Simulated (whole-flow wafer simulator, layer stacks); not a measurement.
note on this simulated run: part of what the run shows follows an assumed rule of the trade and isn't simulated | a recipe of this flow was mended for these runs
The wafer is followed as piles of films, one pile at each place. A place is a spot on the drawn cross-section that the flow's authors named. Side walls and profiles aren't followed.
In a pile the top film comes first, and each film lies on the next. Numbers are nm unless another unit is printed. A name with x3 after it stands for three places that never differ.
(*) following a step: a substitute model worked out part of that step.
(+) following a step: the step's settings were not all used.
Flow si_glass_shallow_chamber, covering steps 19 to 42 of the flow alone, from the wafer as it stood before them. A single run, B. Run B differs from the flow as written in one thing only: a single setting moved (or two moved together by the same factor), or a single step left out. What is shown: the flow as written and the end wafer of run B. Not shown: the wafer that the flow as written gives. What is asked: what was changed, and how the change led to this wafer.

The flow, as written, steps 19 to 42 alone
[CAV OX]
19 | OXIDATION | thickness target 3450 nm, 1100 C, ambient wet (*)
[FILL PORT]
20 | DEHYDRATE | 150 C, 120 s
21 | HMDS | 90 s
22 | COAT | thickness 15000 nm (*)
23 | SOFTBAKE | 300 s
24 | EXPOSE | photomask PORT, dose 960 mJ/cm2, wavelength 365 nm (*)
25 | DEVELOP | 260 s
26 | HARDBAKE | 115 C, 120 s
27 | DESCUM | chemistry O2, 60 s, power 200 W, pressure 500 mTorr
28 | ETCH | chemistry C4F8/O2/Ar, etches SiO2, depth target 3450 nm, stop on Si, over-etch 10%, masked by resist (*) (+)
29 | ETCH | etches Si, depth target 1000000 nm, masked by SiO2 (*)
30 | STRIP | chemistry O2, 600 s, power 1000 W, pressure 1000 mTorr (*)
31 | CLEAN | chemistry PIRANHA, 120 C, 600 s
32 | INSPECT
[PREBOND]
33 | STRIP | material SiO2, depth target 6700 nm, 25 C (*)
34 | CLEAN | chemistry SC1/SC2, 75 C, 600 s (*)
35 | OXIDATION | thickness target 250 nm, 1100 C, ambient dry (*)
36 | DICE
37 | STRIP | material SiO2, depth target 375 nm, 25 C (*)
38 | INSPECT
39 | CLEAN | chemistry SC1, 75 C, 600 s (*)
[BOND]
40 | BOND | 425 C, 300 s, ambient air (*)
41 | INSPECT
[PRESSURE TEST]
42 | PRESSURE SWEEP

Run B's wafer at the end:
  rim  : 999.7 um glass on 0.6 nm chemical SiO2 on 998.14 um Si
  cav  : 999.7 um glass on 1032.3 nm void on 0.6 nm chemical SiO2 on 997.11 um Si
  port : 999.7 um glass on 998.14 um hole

Cause: step 19, OXIDATION: thickness target 3126 nm was run, while the flow as written has thickness target 3450 nm.

The path from the change to this, step by step:
  19 | OXIDATION | thickness target 3450 nm, 1100 C, ambient wet (*)
      rim, ramp, septum, ring: +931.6 SiO2, -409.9 Si (as written it would have been: +1110.9 SiO2, -488.8 Si)
      cav, port: +3126 SiO2 (new film), -0.6 chemical SiO2 (all of it), -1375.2 Si (as written it would have been: +3450 SiO2 (new film), -0.6 chemical SiO2 (all of it), -1517.7 Si)
  22 | COAT | thickness 15000 nm (*)
      rim: +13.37 um thick-i-line-resist (new film) (as written it would have been: +13.4 um thick-i-line-resist (new film))
      ramp: +12.85 um thick-i-line-resist (new film) (as written it would have been: +12.89 um thick-i-line-resist (new film))
      (also at 2 further places)
  23 | SOFTBAKE | 300 s
      rim: -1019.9 thick-i-line-resist (as written it would have been: -997 thick-i-line-resist)
      ramp: -499.2 thick-i-line-resist (as written it would have been: -487.1 thick-i-line-resist)
      (also at 4 further places)
  25 | DEVELOP | 260 s
      port: -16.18 um thick-i-line-resist (all of it) (as written it would have been: -16.16 um thick-i-line-resist (all of it))
  28 | ETCH | chemistry C4F8/O2/Ar, etches SiO2, depth target 3450 nm, stop on Si, over-etch 10%, masked by resist (*) (+)
      rim, ramp, cav, septum, ring: -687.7 thick-i-line-resist (as written it would have been: -759 thick-i-line-resist)
      port: -3126 SiO2 (all of it), -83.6 Si (as written it would have been: -3450 SiO2 (all of it), -43.1 Si)
  29 | ETCH | etches Si, depth target 1000000 nm, masked by SiO2 (*)
      rim, ramp: -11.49 um thick-i-line-resist (all of it), -1608.8 SiO2 (as written it would have been: -11.47 um thick-i-line-resist (all of it), -1617.3 SiO2)
      port: +997.15 um hole (new film), -997.15 um Si (all of it) (as written it would have been: +997.05 um hole (new film), -997.05 um Si (all of it))
      (also at 2 further places)
  30 | STRIP | chemistry O2, 600 s, power 1000 W, pressure 1000 mTorr (*)
      cav: -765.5 thick-i-line-resist (all of it) (as written it would have been: -669.6 thick-i-line-resist (all of it))
  33 | STRIP | material SiO2, depth target 6700 nm, 25 C (*)
      rim, ramp: -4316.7 SiO2 (all of it) (as written it would have been: -4487.5 SiO2 (all of it))
      cav: -3126 SiO2 (all of it) (as written it would have been: -3450 SiO2 (all of it))
      (also at 2 further places)
  40 | BOND | 425 C, 300 s, ambient air (*)
      cav: +999.7 um glass (new film), +1032.3 void (new film) (as written it would have been: +999.7 um glass (new film), +1095.9 void (new film))
      port: +999.7 um glass (new film), +994.1 hole (as written it would have been: +999.7 um glass (new film), +1017.3 hole)
